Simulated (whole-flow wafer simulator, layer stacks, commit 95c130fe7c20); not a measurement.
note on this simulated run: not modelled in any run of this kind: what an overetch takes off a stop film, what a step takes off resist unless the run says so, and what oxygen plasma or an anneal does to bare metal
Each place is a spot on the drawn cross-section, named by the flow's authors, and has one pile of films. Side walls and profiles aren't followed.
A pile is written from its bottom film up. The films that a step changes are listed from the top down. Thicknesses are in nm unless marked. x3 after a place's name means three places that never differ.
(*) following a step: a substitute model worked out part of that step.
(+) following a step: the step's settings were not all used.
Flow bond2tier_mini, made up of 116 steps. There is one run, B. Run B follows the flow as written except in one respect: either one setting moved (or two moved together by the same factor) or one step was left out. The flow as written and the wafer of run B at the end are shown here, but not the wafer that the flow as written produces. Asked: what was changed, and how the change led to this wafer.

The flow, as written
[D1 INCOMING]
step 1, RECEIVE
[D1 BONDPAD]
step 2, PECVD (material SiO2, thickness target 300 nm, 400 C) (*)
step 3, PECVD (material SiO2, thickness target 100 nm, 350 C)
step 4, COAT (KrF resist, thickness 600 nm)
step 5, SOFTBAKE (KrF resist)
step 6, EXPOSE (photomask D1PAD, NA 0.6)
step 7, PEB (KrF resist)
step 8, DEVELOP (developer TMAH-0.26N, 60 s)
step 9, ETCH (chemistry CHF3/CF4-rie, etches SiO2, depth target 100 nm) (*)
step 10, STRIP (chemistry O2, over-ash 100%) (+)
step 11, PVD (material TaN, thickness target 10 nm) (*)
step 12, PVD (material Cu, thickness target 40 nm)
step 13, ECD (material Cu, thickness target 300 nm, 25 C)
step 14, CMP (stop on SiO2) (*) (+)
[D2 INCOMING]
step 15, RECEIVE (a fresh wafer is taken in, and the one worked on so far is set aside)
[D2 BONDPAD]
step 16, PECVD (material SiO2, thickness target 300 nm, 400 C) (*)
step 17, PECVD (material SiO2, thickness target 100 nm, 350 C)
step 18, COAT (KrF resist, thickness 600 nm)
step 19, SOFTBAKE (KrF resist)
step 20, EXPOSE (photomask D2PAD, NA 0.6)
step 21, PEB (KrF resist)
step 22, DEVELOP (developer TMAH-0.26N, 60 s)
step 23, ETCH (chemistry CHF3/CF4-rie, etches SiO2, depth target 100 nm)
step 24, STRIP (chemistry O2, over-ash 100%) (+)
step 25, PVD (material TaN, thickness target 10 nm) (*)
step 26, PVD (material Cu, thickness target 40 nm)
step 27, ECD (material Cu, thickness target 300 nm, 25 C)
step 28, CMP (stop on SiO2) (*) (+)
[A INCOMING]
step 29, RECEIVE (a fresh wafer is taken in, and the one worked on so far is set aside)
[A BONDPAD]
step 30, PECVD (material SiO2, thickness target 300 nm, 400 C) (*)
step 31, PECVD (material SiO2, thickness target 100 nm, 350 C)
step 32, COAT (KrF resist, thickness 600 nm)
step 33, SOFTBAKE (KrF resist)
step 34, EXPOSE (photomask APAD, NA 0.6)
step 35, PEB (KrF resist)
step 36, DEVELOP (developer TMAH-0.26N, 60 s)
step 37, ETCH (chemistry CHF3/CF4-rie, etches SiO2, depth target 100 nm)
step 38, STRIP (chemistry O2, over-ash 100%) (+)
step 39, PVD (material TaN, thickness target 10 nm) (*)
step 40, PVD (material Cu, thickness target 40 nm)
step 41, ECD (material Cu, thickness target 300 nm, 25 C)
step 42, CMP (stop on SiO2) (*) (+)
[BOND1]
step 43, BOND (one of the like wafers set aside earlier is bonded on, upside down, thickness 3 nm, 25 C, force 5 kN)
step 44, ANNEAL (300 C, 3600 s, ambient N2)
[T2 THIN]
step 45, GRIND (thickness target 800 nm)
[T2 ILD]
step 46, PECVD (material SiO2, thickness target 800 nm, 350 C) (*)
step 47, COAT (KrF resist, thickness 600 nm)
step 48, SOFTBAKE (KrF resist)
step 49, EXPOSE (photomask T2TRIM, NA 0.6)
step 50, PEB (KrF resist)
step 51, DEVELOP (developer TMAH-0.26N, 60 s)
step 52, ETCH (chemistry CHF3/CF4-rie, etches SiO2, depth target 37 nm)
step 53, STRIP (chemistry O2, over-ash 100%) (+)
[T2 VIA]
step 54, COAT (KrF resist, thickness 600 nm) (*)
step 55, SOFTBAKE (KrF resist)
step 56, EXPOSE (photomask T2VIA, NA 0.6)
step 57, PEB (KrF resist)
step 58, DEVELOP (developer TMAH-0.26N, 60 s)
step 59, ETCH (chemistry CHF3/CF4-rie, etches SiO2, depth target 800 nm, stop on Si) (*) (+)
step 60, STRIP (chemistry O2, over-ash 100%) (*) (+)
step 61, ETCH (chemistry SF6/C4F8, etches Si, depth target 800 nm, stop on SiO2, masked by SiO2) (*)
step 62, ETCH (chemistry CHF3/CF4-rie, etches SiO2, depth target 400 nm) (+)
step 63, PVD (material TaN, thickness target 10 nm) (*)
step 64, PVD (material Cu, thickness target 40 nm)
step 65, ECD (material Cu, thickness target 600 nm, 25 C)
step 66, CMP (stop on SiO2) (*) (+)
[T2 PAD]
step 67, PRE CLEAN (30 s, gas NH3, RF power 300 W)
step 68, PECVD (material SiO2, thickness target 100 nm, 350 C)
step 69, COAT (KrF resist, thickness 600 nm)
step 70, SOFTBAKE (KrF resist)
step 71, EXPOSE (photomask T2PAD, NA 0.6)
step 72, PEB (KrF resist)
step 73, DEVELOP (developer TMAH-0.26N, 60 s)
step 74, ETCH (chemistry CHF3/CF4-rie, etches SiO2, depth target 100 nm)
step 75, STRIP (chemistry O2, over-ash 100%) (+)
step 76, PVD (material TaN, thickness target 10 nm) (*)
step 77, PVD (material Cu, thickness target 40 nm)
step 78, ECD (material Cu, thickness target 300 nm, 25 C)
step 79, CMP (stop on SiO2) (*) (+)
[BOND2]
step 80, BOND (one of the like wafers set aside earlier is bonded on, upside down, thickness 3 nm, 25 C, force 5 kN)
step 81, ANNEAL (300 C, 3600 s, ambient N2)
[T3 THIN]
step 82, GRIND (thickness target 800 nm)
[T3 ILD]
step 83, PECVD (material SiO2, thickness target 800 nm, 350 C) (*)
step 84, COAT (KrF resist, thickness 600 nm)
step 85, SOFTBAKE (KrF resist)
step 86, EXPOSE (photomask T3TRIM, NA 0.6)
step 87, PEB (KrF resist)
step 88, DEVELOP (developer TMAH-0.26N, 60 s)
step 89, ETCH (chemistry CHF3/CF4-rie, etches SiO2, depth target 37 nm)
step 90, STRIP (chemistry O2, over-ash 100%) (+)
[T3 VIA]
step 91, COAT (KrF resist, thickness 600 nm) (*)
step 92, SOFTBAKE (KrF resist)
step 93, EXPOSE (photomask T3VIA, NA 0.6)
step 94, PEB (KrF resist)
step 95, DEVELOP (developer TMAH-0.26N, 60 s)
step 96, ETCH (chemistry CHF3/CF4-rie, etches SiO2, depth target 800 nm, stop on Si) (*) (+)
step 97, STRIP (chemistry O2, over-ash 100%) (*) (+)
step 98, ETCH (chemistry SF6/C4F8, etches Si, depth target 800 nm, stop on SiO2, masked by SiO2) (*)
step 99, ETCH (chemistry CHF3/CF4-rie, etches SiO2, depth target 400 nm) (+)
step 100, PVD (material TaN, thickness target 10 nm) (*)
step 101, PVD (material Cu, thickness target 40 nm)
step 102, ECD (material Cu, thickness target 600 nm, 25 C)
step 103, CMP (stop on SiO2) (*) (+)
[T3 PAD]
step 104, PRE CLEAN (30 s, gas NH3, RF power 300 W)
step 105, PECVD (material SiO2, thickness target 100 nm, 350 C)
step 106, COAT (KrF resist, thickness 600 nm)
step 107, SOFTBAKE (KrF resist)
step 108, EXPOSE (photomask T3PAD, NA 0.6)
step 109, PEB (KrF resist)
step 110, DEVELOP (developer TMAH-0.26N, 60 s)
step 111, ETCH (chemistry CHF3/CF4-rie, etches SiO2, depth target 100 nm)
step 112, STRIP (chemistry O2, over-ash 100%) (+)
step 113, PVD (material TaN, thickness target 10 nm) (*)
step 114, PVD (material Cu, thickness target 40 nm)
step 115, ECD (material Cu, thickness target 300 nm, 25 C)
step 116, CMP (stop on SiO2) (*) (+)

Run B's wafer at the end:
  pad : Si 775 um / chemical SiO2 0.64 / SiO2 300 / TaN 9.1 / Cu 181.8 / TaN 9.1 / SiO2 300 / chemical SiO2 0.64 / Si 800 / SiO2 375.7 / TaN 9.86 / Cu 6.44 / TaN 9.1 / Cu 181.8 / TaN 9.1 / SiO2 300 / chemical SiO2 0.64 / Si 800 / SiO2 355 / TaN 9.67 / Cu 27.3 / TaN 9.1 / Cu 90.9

The reason: step 52, ETCH: depth target 16.3 nm was run, while the flow as written has depth target 37 nm.

Step by step, how the change led to this:
  step 52, ETCH (chemistry CHF3/CF4-rie, etches SiO2, depth target 37 nm)
      pad, via: -16.3 SiO2 (it would be, as written: -37 SiO2)
      field: -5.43 KrF resist (it would be, as written: -12.3 KrF resist)
  step 59, ETCH (chemistry CHF3/CF4-rie, etches SiO2, depth target 800 nm, stop on Si) (*) (+)
      via: -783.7 SiO2 (all of it) (it would be, as written: -763 SiO2 (all of it))
  step 60, STRIP (chemistry O2, over-ash 100%) (*) (+)
      field: -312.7 KrF resist (all of it) (it would be, as written: -303.9 KrF resist (all of it))
      pad: -326.8 KrF resist (all of it) (it would be, as written: -336 KrF resist (all of it))
  step 65, ECD (material Cu, thickness target 600 nm, 25 C)
      pad: +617 Cu (it would be, as written: +638.7 Cu)
